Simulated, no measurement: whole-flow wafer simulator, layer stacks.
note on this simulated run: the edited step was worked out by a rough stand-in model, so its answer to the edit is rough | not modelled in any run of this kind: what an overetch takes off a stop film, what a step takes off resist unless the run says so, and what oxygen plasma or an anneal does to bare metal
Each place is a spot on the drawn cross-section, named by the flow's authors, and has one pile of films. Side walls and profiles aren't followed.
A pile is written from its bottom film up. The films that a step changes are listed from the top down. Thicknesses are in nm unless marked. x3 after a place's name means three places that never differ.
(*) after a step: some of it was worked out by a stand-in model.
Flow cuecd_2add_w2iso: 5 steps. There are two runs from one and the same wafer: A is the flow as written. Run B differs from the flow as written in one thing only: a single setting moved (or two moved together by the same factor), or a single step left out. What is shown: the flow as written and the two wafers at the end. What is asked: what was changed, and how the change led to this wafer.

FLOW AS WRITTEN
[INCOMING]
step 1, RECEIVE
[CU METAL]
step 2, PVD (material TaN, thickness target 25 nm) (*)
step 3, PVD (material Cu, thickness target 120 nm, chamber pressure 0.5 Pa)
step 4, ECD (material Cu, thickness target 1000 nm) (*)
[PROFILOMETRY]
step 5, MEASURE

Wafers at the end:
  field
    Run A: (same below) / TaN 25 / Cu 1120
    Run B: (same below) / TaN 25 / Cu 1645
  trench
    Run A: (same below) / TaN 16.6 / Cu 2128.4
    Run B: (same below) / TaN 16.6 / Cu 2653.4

Cause: step 4, ECD: thickness target 1525 nm was run, while the flow as written has thickness target 1000 nm.

The path from the change to this, step by step:
  step 4, ECD (material Cu, thickness target 1000 nm) (*)
      field: A +1000 Cu | B +1525 Cu
      trench: A +2047.6 Cu | B +2572.6 Cu
